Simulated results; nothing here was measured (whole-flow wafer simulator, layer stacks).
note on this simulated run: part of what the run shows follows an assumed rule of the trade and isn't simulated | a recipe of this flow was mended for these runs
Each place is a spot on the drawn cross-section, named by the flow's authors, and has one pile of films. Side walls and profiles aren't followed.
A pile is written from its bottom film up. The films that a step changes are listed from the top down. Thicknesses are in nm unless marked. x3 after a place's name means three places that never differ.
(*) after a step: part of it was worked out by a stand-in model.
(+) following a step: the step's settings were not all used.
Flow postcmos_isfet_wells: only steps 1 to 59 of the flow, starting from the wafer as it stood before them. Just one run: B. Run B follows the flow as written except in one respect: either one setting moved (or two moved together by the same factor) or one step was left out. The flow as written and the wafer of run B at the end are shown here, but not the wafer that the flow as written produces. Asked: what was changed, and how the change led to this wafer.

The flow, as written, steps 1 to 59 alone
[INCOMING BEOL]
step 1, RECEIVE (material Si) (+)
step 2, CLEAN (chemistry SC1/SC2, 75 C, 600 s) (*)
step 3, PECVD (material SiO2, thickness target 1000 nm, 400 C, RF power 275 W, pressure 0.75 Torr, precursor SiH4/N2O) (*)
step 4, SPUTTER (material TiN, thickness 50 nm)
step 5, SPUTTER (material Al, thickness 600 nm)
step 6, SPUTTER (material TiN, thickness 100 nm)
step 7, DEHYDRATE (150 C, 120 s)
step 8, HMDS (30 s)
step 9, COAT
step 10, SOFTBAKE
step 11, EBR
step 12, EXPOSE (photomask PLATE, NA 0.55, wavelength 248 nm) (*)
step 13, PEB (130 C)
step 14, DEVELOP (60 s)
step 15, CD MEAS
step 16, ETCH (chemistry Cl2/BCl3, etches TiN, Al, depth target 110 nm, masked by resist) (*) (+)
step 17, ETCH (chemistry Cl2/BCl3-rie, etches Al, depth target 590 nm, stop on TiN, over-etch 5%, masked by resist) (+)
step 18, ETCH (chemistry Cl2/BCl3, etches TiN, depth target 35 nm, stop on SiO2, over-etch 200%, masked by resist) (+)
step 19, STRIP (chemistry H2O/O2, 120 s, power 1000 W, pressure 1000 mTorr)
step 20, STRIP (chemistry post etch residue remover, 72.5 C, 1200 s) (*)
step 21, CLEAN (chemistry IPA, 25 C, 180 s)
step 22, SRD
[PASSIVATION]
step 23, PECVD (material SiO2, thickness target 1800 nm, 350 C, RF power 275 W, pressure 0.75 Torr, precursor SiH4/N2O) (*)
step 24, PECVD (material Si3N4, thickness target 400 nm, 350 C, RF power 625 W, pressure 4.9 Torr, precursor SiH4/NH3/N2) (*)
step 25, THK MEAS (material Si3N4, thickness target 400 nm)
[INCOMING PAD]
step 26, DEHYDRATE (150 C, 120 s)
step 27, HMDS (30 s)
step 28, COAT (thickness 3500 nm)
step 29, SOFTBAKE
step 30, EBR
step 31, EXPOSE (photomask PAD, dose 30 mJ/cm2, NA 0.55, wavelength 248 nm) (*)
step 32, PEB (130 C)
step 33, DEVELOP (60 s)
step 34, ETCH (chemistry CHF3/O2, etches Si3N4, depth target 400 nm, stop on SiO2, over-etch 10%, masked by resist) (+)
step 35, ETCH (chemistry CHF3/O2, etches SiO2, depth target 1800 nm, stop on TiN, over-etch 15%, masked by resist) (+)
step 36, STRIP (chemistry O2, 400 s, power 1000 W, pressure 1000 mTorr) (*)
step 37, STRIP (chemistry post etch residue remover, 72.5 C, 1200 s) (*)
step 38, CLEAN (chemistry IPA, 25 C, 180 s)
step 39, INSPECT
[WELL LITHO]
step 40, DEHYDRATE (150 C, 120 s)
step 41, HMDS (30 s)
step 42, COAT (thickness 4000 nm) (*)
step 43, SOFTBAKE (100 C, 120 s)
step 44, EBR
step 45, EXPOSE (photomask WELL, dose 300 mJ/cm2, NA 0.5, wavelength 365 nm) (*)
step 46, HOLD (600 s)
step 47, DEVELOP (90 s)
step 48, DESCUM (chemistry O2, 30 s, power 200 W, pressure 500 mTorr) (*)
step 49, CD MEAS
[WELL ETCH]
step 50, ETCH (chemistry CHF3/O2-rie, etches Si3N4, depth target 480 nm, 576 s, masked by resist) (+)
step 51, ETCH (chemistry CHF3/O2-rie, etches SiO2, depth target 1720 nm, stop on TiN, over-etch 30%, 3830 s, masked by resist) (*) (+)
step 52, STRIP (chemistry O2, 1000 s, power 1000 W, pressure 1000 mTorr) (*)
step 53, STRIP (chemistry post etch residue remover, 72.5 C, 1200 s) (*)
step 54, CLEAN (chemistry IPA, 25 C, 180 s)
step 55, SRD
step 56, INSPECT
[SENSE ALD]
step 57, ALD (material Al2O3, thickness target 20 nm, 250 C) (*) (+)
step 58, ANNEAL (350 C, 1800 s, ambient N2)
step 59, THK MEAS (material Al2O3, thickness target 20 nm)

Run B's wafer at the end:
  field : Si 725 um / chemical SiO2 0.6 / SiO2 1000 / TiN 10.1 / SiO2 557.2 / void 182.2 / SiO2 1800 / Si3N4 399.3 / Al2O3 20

What caused this: step 18, ETCH: depth target 7 nm was run, while the flow as written has depth target 35 nm.

The path from the change to this, step by step:
  step 18, ETCH (chemistry Cl2/BCl3, etches TiN, depth target 35 nm, stop on SiO2, over-etch 200%, masked by resist) (+)
      field: -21 TiN (in the flow as written it would be: -31.6 TiN (all of it), -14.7 SiO2)
      margin x2, well900 x4, pad_clr, pad_open: -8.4 thick-KrF-resist (in the flow as written it would be: -37.9 thick-KrF-resist)
  step 19, STRIP (chemistry H2O/O2, 120 s, power 1000 W, pressure 1000 mTorr)
      margin x2, well900 x4, pad_clr, pad_open: -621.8 thick-KrF-resist (all of it) (in the flow as written it would be: -592.4 thick-KrF-resist (all of it))
  step 23, PECVD (material SiO2, thickness target 1800 nm, 350 C, RF power 275 W, pressure 0.75 Torr, precursor SiH4/N2O) (*)
      field: +1800 SiO2 (new film), +182.2 void (new film), +557.2 SiO2 (new film) (in the flow as written it would be: +1800 SiO2 (new film), +201.1 void (new film), +563.2 SiO2)
With metal films that touch counted as one body, field has 1 body; the flow as written gives 0 bodies.
